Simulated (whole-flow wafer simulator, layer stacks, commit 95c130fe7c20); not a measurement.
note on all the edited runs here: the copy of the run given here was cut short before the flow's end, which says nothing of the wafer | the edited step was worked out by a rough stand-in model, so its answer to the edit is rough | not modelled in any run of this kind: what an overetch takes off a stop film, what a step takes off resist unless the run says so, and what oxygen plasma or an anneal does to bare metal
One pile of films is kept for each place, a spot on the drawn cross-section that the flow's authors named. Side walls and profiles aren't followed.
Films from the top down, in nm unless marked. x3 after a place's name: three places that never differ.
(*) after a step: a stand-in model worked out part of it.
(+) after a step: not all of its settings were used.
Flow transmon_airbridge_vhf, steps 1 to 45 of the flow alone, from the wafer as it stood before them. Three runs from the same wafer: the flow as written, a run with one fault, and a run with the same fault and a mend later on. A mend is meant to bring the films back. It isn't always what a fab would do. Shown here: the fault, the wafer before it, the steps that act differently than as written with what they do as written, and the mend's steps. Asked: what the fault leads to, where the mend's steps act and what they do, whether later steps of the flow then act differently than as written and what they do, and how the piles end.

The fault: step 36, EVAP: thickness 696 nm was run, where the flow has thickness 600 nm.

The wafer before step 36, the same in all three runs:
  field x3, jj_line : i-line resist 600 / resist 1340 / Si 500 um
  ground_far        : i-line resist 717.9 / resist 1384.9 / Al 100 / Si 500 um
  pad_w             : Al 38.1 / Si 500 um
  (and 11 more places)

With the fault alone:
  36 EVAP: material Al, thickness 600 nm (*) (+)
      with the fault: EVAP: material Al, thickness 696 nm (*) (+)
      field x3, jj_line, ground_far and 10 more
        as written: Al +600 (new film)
        with the fault: Al +696 (new film)
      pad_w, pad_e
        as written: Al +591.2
        with the fault: Al +685.8
  Later steps of the flow that act differently than as written:
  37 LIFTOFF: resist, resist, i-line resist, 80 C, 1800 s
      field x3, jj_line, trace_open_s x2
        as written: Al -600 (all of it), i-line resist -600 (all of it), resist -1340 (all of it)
        with the fault: Al -696 (all of it), i-line resist -600 (all of it), resist -1340 (all of it)
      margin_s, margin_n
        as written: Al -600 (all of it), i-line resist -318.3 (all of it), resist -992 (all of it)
        with the fault: Al -696 (all of it), i-line resist -318.3 (all of it), resist -992 (all of it)
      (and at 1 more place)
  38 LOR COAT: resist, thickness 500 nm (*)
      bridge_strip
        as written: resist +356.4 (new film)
        with the fault: resist +347.3 (new film)
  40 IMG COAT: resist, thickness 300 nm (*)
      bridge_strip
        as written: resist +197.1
        with the fault: resist +191.4
  At the end the piles differ from the flow's by more than 2% or 0.5 nm, whichever is larger, at pad_w, flank_w, gap_w, cpw_trace, gap_e, flank_e, pad_e, bridge_strip.
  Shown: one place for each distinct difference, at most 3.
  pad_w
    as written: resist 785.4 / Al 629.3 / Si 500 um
    with the fault: resist 775 / Al 723.9 / Si 500 um
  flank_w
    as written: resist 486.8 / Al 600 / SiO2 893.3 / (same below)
    with the fault: resist 481.6 / Al 696 / SiO2 893.3 / (same below)
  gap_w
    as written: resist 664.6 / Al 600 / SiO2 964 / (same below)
    with the fault: resist 657.5 / Al 696 / SiO2 964 / (same below)

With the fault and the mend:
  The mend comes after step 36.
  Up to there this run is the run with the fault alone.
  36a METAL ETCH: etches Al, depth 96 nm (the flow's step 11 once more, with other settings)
      field x3, jj_line, ground_far and 12 more
        Al -96
  No later step of the flow acts differently than as written, at any place that is followed, by more than 2% or 0.5 nm, whichever is larger.
  At the end the piles differ from the flow's only slightly at the places that both follow, by at most 2% or 0.5 nm, whichever is larger.
